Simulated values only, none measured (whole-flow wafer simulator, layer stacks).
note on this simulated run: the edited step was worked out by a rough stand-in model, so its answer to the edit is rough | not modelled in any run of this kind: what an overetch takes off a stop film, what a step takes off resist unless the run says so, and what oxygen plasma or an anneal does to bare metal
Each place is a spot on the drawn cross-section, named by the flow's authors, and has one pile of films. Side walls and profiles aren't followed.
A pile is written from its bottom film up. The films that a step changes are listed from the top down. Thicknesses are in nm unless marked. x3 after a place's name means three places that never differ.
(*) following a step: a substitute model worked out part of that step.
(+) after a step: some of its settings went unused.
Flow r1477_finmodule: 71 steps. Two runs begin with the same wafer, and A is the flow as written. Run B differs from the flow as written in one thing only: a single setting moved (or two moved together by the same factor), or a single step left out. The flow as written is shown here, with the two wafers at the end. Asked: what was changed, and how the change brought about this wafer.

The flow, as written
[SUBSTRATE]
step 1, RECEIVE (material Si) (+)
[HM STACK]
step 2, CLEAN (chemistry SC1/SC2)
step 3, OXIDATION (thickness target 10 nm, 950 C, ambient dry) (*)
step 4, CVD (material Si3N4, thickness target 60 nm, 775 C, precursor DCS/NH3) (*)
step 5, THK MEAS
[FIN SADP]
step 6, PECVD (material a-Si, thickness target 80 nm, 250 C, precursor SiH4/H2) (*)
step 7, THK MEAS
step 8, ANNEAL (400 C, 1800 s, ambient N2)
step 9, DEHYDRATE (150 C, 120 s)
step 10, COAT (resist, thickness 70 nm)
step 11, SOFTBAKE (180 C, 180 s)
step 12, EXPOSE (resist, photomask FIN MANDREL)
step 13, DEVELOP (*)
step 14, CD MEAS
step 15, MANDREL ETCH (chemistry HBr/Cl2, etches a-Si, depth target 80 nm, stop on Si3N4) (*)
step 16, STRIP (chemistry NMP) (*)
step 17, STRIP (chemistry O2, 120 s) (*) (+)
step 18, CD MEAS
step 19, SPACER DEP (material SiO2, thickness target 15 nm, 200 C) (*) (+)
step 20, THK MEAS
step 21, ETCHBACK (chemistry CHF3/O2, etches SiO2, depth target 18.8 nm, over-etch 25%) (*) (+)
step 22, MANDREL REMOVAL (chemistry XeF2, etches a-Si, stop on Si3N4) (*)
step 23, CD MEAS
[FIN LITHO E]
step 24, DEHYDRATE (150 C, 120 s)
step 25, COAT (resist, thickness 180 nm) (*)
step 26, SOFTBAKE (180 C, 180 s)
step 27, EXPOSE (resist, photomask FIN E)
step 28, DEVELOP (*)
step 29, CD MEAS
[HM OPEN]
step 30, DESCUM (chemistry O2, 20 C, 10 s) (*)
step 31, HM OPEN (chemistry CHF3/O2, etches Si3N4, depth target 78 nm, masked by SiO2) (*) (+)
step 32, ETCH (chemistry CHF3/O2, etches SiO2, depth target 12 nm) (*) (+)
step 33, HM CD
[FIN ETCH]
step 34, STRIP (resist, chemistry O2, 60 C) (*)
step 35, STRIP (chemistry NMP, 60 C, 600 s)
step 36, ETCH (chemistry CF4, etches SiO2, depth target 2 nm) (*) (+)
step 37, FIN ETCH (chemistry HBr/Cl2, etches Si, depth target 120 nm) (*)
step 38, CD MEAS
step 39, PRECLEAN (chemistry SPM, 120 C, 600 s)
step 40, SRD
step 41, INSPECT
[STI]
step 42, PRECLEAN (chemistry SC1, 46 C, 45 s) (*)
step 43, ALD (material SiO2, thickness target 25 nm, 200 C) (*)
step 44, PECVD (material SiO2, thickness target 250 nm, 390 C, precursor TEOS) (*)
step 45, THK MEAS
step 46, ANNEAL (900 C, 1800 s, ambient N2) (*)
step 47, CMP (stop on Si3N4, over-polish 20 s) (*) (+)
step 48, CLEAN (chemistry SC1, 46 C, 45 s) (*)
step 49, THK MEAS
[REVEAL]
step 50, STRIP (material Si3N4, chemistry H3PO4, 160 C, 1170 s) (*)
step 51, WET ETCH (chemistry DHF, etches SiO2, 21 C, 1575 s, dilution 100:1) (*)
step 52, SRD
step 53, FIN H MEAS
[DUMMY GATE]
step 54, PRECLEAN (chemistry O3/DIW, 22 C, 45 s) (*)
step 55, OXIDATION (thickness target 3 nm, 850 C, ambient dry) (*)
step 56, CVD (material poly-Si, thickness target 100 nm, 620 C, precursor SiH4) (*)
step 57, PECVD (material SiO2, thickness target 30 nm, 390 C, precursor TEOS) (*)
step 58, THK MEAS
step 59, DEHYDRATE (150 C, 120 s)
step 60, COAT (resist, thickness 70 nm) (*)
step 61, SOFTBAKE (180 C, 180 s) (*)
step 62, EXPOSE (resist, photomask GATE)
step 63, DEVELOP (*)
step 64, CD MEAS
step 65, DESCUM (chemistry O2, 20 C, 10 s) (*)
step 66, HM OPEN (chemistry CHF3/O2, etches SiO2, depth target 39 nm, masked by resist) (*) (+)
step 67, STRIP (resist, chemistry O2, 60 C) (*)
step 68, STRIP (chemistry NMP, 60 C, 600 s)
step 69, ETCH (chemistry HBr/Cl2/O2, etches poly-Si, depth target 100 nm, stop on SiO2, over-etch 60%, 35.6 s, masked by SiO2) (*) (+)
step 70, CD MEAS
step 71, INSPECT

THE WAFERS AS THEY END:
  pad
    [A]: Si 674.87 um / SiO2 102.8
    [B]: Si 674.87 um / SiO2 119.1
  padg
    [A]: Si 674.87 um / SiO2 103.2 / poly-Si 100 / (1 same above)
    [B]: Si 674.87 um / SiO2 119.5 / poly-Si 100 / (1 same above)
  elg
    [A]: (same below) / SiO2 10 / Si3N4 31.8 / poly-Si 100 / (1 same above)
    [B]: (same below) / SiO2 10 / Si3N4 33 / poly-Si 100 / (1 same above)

What caused this: step 51, WET ETCH: 1276 s was run, while the flow as written has 1575 s.

How this came from the change, step by step:
  step 51, WET ETCH (chemistry DHF, etches SiO2, 21 C, 1575 s, dilution 100:1) (*)
      pad, padg, e40sg and 12 more: A SiO2 loses 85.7 | B SiO2 loses 69.4
      elg, e40lg, e100lg, e200lg, elo, e40lo, e100lo, e200lo: A SiO2 loses 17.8 (all of it), Si3N4 loses 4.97 | B SiO2 loses 17.8 (all of it), Si3N4 loses 3.75
      (also at 7 further places)
  step 56, CVD (material poly-Si, thickness target 100 nm, 620 C, precursor SiH4) (*)
      s40cg, s40co: A poly-Si gains 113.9 (new film) | B poly-Si gains 100 (new film)
      s45cg, s45co: A poly-Si gains 113.4 (new film) | B poly-Si gains 100 (new film)
      (also at 3 further places)
  step 60, COAT (resist, thickness 70 nm) (*)
      e40sg, eso, e40so: A resist gains 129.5 (new film) | B resist gains 115.2 (new film)
      e100sg, e100so: A resist gains 129.4 (new film) | B resist gains 115.2 (new film)
      (also at 8 further places)
  step 63, DEVELOP (*)
      eso, e40so: A resist loses 129.5 (all of it) | B resist loses 115.2 (all of it)
      e100so: A resist loses 129.4 (all of it) | B resist loses 115.2 (all of it)
      (also at 4 further places)
  step 67, STRIP (resist, chemistry O2, 60 C) (*)
      e40lg, e100lg, e200lg: A resist loses 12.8 (all of it) | B resist loses 13.5 (all of it)
      e40sg: A resist loses 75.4 (all of it) | B resist loses 61.1 (all of it)
      (also at 10 further places)
  step 69, ETCH (chemistry HBr/Cl2/O2, etches poly-Si, depth target 100 nm, stop on SiO2, over-etch 60%, 35.6 s, masked by SiO2) (*) (+)
      s40co: A chemical SiO2 loses 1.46 (all of it), poly-Si loses 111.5 (all of it), SiO2 loses 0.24 | B chemical SiO2 loses 1.38 (all of it), poly-Si loses 97.6 (all of it), SiO2 loses 0.42
      s45co: A chemical SiO2 loses 1.46 (all of it), poly-Si loses 110.9 (all of it), SiO2 loses 0.25 | B chemical SiO2 loses 1.38 (all of it), poly-Si loses 97.6 (all of it), SiO2 loses 0.42
      (also at 1 further place)
